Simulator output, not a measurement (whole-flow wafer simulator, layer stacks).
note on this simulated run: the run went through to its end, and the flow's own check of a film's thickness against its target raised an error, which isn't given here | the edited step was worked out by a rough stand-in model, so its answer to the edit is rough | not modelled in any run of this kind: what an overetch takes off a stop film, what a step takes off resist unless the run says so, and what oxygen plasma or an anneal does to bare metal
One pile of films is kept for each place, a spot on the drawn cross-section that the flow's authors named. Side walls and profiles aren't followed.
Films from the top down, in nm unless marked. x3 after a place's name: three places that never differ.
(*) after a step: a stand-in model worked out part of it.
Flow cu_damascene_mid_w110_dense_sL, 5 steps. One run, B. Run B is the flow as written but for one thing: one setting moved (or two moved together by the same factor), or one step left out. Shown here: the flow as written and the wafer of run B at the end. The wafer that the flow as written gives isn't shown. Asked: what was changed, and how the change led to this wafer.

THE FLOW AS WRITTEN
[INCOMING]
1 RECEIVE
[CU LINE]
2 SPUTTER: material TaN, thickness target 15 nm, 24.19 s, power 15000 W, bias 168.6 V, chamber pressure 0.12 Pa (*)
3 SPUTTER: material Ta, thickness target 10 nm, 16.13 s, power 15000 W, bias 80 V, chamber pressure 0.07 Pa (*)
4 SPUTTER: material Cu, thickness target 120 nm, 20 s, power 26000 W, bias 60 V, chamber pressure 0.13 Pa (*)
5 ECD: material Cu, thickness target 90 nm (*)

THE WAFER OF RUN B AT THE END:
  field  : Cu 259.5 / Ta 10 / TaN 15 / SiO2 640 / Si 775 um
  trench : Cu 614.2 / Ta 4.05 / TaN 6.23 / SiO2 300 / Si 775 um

The cause: step 5, ECD: thickness target 139.5 nm was run, where the flow has thickness target 90 nm.

How the change led to this, step by step:
  5 ECD: material Cu, thickness target 90 nm (*)
      field: Cu +139.5 (as written it would be: Cu +90)
      trench: Cu +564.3 (as written it would be: Cu +514.8)
